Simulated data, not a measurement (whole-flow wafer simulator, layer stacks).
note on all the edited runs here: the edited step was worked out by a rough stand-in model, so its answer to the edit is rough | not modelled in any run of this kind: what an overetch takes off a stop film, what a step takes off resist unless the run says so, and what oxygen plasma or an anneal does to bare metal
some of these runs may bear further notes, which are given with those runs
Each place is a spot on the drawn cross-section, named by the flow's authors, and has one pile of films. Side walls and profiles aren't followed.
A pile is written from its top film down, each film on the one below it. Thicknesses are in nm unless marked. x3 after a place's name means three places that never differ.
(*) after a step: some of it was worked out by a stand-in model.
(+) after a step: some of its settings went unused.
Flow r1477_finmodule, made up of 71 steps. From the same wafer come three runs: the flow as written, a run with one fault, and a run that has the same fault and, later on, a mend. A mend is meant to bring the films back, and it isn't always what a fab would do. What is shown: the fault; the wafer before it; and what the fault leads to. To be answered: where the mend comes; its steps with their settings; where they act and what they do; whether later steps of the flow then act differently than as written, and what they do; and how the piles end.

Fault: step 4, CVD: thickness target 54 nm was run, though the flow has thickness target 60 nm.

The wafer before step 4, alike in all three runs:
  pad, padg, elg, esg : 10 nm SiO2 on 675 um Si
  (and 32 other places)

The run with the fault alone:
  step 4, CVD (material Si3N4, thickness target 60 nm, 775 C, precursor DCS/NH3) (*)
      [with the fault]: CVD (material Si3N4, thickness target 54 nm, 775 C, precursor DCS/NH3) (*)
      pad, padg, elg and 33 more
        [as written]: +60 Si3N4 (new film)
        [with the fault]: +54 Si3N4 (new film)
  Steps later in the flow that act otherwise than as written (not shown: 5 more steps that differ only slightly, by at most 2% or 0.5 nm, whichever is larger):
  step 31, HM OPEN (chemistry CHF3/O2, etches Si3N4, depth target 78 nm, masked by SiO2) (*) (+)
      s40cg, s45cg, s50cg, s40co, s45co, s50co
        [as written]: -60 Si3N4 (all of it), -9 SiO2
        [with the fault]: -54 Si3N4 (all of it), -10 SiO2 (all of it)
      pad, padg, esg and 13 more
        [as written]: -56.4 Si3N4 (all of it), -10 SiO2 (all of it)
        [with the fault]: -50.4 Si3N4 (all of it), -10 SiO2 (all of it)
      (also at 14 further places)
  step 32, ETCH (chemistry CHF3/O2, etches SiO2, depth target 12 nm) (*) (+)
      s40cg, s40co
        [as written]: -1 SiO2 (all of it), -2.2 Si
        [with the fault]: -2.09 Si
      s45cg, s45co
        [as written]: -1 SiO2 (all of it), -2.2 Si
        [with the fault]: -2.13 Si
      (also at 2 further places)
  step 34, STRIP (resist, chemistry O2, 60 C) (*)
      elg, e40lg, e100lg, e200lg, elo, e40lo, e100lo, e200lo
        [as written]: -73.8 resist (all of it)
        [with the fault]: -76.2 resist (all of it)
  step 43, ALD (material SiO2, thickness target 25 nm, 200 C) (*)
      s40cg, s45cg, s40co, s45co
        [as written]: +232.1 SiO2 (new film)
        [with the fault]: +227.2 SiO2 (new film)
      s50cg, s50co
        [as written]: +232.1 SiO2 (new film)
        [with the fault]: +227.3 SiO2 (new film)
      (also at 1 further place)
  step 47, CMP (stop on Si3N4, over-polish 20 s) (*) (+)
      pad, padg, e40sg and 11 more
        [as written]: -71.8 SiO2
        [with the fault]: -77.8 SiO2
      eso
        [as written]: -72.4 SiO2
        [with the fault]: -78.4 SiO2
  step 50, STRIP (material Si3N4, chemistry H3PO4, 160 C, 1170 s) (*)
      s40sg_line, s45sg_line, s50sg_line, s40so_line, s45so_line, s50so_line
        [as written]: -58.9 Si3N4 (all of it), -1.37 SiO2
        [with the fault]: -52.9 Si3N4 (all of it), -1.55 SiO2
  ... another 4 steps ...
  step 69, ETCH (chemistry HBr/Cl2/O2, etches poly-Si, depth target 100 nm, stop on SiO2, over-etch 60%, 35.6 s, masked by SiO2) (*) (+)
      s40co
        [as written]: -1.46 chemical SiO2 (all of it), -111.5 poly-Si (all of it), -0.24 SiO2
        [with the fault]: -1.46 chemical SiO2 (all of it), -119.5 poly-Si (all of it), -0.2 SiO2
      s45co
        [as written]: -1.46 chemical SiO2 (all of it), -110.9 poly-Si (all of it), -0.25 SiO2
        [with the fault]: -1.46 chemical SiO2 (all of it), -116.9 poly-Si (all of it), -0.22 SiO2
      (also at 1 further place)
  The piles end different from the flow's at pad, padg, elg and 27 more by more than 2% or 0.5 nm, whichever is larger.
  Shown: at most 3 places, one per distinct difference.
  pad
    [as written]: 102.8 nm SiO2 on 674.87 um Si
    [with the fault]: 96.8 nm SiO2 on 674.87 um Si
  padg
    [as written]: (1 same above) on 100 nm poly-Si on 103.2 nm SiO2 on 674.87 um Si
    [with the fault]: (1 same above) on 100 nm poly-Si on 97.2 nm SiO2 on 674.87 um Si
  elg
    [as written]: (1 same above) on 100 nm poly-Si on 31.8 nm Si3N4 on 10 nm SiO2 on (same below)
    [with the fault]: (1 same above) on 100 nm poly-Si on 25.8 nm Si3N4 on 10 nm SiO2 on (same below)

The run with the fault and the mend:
  The mend stands after step 5.
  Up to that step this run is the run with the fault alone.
  step 5a, CVD (material Si3N4, thickness target 6 nm, 775 C, precursor DCS/NH3) (*) (the flow's step 4 again, with other settings)
      pad, padg, elg and 33 more
        +6 Si3N4
  None of the later steps of the flow acts differently than as written at any place that is followed.
  By the end, the piles equal the flow's at every place that both follow.
